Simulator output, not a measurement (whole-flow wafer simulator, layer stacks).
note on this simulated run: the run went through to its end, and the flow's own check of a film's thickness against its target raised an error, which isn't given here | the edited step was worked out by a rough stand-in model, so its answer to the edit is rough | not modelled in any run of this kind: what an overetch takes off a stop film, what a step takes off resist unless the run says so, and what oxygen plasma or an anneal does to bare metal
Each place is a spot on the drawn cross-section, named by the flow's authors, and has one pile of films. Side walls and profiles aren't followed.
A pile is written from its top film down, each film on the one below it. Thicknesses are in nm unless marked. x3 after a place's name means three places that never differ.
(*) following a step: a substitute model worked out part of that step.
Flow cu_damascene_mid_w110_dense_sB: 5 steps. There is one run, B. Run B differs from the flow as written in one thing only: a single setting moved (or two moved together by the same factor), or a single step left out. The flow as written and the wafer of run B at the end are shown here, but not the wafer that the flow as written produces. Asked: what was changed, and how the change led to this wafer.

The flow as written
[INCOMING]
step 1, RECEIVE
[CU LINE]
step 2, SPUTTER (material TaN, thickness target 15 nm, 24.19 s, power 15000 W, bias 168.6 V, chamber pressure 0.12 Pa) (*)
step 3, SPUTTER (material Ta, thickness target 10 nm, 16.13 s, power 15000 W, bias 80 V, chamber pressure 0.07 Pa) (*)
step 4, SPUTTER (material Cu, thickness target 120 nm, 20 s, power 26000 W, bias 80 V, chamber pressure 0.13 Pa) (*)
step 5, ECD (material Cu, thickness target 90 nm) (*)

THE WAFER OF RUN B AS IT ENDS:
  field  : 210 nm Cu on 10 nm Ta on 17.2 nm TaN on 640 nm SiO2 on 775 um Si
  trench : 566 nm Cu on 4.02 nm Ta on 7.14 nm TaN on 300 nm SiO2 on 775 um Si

Cause: step 2, SPUTTER: thickness target 17.2 nm was run, though the flow has thickness target 15 nm; step 2, SPUTTER: 27.82 s was run, where the flow has 24.19 s.
One can read it off the wafer: field has TaN 17.2, and step 2 as written asks for 15 nm.

The path from the change to this, step by step:
  step 2, SPUTTER (material TaN, thickness target 15 nm, 24.19 s, power 15000 W, bias 168.6 V, chamber pressure 0.12 Pa) (*)
      field: TaN gains 17.2 (new film) (in the flow as written it would be: TaN gains 15 (new film))
      trench: TaN gains 7.14 (new film) (in the flow as written it would be: TaN gains 6.23 (new film))
